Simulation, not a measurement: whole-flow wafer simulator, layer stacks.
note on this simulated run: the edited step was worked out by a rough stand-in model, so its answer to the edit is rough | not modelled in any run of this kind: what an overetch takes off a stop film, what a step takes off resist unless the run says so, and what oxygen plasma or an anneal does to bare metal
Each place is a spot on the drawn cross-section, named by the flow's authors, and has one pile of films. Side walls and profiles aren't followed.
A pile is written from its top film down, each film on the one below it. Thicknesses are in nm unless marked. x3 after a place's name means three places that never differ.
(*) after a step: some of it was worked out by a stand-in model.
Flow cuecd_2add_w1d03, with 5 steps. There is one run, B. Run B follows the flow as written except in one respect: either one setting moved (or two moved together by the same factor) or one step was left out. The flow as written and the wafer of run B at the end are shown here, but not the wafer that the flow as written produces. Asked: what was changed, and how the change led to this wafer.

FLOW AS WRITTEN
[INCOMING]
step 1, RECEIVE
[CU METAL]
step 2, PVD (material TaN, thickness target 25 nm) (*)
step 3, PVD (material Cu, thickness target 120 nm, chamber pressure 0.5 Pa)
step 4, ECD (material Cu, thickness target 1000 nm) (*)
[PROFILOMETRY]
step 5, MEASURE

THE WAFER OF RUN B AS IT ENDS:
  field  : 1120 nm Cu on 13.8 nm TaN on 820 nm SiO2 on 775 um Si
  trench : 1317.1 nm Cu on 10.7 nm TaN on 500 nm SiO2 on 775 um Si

What caused this: step 2, PVD: thickness target 13.8 nm was run, though the flow has thickness target 25 nm.
One can read it off the wafer: field has TaN 13.8, and step 2 as written asks for 25 nm.

The path from the change to this, step by step:
  step 2, PVD (material TaN, thickness target 25 nm) (*)
      field: +13.8 TaN (new film) (it would be, as written: +25 TaN (new film))
      trench: +10.7 TaN (new film) (it would be, as written: +19.4 TaN (new film))
